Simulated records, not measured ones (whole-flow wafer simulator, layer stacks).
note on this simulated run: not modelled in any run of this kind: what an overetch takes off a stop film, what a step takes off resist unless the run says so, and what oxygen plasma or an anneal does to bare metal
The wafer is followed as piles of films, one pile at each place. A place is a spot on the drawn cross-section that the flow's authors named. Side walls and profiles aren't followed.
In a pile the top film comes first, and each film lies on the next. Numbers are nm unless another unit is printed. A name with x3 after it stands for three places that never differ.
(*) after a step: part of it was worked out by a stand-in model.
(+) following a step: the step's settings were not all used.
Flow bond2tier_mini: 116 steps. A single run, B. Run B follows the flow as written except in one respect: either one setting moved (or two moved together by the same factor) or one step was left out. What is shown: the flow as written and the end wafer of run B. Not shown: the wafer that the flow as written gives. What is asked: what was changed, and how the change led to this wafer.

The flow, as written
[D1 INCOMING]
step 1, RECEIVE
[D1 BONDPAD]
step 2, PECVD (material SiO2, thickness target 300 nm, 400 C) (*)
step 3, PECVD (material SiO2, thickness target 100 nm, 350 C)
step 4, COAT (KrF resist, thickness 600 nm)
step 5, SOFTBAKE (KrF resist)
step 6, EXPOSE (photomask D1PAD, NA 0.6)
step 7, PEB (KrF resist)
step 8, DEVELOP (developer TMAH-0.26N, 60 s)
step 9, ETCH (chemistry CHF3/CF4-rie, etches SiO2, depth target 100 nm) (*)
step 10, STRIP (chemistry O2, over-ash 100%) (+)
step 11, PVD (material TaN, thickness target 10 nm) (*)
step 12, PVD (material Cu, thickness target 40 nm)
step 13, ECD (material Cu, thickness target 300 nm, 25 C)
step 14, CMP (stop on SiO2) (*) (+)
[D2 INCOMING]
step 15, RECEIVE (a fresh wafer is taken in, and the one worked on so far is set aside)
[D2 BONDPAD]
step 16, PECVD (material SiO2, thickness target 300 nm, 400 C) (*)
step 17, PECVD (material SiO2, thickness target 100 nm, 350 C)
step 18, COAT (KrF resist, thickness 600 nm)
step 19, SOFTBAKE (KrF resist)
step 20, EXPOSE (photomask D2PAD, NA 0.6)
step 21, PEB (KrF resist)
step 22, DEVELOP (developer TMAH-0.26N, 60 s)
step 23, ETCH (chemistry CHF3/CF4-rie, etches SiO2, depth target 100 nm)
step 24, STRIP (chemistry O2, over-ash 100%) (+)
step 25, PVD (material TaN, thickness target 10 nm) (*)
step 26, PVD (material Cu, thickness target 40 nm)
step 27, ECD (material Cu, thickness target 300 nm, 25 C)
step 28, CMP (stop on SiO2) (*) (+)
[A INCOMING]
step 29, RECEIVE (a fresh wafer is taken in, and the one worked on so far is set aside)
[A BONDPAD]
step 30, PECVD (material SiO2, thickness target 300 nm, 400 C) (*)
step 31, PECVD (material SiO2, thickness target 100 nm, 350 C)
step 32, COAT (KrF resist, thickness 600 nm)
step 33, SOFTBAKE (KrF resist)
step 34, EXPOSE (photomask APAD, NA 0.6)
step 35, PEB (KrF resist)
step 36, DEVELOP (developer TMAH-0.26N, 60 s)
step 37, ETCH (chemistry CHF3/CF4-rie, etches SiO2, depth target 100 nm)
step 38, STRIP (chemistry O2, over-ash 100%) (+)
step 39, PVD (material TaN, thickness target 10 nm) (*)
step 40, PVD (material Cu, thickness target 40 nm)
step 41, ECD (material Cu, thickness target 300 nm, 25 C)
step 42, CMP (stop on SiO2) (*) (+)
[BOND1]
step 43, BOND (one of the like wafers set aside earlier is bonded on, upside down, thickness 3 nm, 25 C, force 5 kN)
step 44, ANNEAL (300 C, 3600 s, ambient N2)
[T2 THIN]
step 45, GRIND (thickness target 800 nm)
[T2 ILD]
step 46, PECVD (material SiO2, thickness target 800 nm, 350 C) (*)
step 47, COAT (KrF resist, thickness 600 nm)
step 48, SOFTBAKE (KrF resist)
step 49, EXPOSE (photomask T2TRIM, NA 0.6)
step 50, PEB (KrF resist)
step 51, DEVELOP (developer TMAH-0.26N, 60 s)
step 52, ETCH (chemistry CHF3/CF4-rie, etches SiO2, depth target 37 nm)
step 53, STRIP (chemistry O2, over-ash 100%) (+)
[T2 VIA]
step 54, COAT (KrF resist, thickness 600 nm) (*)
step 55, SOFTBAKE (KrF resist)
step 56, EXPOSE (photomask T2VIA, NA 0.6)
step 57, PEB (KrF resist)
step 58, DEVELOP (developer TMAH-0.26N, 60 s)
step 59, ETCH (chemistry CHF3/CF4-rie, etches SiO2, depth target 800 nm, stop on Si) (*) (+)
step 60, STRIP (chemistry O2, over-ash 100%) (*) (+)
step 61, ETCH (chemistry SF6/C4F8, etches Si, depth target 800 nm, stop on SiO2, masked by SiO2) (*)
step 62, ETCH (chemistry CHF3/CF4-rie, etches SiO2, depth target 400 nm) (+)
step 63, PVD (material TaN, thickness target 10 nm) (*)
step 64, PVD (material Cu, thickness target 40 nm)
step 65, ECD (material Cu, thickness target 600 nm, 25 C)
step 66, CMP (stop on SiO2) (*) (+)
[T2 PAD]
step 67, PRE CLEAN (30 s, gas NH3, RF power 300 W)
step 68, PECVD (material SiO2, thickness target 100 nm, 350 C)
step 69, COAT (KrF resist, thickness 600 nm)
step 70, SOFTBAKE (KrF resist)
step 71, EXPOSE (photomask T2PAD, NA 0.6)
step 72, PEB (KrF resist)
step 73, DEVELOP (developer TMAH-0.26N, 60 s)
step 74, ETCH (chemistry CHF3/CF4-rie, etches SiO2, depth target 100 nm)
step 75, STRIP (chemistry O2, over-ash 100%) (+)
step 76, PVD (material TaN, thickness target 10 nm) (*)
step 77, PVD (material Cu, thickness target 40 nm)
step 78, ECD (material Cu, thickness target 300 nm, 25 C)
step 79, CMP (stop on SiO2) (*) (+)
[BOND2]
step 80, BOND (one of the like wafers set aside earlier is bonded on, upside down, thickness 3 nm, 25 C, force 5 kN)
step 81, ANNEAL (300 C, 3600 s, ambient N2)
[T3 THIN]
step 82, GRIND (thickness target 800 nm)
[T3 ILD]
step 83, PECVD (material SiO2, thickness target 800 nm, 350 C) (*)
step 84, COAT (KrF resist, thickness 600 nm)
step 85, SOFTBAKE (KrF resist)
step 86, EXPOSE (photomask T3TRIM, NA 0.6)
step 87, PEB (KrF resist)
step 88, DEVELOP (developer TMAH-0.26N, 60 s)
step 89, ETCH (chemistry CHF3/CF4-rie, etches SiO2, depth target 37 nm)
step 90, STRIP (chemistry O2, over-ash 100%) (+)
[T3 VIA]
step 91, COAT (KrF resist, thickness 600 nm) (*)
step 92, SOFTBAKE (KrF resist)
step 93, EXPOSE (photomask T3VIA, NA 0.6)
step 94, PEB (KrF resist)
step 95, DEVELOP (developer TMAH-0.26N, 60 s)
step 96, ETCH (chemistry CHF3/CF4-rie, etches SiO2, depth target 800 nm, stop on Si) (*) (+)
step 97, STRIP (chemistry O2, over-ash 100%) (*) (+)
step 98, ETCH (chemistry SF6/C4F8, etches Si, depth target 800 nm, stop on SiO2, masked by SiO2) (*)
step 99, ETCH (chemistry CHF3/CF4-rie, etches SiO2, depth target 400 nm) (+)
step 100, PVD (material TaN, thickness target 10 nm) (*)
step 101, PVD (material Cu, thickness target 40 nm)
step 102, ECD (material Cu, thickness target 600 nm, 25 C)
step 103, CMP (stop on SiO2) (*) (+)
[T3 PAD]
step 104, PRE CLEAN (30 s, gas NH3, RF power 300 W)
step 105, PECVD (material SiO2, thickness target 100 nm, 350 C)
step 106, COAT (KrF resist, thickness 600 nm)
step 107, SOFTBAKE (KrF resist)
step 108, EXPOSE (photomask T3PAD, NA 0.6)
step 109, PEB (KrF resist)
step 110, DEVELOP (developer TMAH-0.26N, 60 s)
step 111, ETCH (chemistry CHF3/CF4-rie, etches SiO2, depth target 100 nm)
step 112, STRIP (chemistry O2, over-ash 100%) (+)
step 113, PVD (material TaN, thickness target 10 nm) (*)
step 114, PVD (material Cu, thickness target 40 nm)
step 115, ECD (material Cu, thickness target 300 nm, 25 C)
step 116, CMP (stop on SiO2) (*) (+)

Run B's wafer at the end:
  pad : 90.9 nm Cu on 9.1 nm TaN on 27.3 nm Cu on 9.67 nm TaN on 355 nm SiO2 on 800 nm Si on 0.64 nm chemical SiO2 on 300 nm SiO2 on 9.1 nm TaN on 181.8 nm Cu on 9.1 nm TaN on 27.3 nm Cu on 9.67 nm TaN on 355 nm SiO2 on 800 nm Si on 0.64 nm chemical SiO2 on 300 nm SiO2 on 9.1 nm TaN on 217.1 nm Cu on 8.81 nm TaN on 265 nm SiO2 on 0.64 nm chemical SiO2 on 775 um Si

The reason: step 37, ETCH: depth target 135 nm was run, though the flow has depth target 100 nm.

Step by step, how the change led to this:
  step 37, ETCH (chemistry CHF3/CF4-rie, etches SiO2, depth target 100 nm)
      pad, via: -135 SiO2 (in the flow as written it would be: -100 SiO2)
      field: -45 KrF resist (in the flow as written it would be: -33.3 KrF resist)
  step 38, STRIP (chemistry O2, over-ash 100%) (+)
      field: -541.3 KrF resist (all of it) (in the flow as written it would be: -552.9 KrF resist (all of it))
  step 40, PVD (material Cu, thickness target 40 nm)
      pad: +35.2 Cu (new film) (in the flow as written it would be: +36.4 Cu (new film))
  step 41, ECD (material Cu, thickness target 300 nm, 25 C)
      pad: +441 Cu (in the flow as written it would be: +404.5 Cu)
      via: +435.4 Cu (in the flow as written it would be: +400.2 Cu)
